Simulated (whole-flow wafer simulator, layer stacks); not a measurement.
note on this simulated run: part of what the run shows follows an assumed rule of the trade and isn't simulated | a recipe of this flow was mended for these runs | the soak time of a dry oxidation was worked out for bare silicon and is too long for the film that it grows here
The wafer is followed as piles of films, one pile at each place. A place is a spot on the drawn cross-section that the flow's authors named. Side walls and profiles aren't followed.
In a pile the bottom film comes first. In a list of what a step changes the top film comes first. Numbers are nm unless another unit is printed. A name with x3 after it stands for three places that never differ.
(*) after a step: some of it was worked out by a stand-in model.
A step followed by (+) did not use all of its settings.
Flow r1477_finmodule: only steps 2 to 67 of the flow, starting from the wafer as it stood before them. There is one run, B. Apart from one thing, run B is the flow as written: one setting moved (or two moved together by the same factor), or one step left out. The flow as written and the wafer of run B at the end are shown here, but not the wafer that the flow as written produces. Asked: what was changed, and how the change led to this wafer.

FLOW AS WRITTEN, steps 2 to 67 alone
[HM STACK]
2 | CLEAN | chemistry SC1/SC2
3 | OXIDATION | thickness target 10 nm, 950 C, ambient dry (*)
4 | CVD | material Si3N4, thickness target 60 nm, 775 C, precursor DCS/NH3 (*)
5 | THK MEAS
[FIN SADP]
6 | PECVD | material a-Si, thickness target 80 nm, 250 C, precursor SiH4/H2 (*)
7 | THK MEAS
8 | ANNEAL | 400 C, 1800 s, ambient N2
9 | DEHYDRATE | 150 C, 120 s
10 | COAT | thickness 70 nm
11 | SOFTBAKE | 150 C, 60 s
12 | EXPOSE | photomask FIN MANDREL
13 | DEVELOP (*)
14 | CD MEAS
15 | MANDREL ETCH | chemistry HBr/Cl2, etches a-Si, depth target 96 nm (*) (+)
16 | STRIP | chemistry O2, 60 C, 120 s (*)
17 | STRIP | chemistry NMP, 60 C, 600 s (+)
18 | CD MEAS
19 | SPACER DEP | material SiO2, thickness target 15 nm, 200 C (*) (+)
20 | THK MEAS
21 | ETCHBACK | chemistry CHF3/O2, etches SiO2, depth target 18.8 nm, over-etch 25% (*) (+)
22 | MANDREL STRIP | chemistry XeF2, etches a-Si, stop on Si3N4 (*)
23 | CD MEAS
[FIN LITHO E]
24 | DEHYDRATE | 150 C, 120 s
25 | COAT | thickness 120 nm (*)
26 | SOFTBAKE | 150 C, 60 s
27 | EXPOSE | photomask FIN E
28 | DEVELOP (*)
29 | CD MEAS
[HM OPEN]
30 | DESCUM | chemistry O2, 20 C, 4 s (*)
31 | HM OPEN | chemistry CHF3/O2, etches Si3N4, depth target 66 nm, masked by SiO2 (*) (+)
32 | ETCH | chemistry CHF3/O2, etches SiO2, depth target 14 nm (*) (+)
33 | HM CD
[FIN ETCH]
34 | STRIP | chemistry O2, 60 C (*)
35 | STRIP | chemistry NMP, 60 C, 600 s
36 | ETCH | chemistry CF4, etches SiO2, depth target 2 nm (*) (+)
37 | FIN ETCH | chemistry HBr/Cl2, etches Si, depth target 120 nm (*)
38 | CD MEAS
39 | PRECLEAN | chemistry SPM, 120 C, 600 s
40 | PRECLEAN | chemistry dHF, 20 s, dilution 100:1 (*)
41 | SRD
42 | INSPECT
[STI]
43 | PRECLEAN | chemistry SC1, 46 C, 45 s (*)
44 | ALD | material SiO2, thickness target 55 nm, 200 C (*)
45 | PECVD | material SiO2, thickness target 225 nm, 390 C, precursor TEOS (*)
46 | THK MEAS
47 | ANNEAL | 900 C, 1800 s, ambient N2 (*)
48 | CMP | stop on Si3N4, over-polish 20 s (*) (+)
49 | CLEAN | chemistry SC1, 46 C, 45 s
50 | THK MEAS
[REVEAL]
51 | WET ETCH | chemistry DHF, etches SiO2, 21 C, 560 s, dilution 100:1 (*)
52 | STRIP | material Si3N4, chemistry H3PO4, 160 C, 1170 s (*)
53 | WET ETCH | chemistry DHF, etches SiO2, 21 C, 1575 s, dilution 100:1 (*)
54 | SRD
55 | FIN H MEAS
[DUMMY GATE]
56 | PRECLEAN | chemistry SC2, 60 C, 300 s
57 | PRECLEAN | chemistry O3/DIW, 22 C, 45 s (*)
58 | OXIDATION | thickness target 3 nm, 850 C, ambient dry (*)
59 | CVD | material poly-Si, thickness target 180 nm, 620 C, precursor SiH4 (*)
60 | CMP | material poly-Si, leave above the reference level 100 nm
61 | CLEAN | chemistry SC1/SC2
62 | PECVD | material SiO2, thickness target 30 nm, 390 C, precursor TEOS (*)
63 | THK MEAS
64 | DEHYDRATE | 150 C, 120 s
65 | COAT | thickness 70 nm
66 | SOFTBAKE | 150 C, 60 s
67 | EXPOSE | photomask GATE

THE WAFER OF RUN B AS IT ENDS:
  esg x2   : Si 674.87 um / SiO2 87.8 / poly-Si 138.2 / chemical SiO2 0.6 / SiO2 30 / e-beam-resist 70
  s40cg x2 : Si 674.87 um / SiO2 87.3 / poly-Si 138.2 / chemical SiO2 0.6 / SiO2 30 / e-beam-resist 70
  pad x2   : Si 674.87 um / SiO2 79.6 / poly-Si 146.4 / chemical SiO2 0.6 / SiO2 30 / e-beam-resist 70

Cause: step 53, WET ETCH: 1418 s was run, though the flow has 1575 s.

The path from the change to this, step by step:
  53 | WET ETCH | chemistry DHF, etches SiO2, 21 C, 1575 s, dilution 100:1 (*)
      esg x2, e40sg x2, e100sg x2 and 14 more: SiO2 loses 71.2 (in the flow as written it would be: SiO2 loses 79.1)
      pad x2: SiO2 loses 77.1 (in the flow as written it would be: SiO2 loses 85.7)
  59 | CVD | material poly-Si, thickness target 180 nm, 620 C, precursor SiH4 (*)
      esg x2, e40sg x2, e100sg x2 and 12 more: poly-Si gains 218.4 (new film) (in the flow as written it would be: poly-Si gains 226.3 (new film))
      e200sg x2: poly-Si gains 211.4 (new film) (in the flow as written it would be: poly-Si gains 219.2 (new film))
  60 | CMP | material poly-Si, leave above the reference level 100 nm
      pad x2: poly-Si loses 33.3 (in the flow as written it would be: poly-Si loses 24.8)
